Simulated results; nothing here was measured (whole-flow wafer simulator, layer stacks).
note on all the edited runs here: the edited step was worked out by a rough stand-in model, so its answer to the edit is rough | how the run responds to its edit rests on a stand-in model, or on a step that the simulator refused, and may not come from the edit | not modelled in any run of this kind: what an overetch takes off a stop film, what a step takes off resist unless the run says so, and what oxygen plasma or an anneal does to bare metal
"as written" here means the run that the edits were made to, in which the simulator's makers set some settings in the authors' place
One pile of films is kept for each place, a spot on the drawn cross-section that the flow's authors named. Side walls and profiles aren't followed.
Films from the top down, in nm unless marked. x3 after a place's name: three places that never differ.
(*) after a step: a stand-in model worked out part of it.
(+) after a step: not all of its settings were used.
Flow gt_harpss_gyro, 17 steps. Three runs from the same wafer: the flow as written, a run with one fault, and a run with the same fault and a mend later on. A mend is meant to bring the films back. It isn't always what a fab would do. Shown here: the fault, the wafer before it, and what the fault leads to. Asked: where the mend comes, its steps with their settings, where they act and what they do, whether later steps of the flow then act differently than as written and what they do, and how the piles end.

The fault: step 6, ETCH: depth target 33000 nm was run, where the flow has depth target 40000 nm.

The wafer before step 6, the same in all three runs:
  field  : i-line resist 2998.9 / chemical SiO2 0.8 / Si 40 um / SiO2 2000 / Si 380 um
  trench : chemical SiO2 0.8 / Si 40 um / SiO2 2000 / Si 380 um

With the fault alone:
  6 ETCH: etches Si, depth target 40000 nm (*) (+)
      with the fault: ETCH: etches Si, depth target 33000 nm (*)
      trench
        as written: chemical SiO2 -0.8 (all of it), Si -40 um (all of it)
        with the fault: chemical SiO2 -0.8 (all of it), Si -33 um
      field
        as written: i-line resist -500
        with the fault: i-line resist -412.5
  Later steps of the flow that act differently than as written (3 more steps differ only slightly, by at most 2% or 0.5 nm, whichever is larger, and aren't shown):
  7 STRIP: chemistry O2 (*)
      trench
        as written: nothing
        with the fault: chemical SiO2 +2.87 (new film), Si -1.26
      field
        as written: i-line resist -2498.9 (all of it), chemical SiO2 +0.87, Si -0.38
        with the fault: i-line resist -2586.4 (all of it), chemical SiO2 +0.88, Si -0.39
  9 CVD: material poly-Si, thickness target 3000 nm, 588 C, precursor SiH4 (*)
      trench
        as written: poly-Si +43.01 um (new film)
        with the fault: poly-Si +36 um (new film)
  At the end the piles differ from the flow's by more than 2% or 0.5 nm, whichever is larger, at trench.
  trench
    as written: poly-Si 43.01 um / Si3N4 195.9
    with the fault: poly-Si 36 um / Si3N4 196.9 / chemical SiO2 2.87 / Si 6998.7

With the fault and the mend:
  The mend comes after step 6.
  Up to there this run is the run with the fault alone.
  6a ETCH: etches Si, depth target 7000 nm (*) (+) (the flow's step 6 once more, with other settings)
      field
        i-line resist -87.5
      trench
        Si -6999.9 (all of it)
  No later step of the flow acts differently than as written at any place that is followed.
  At the end the piles are the same as the flow's at every place that both follow.
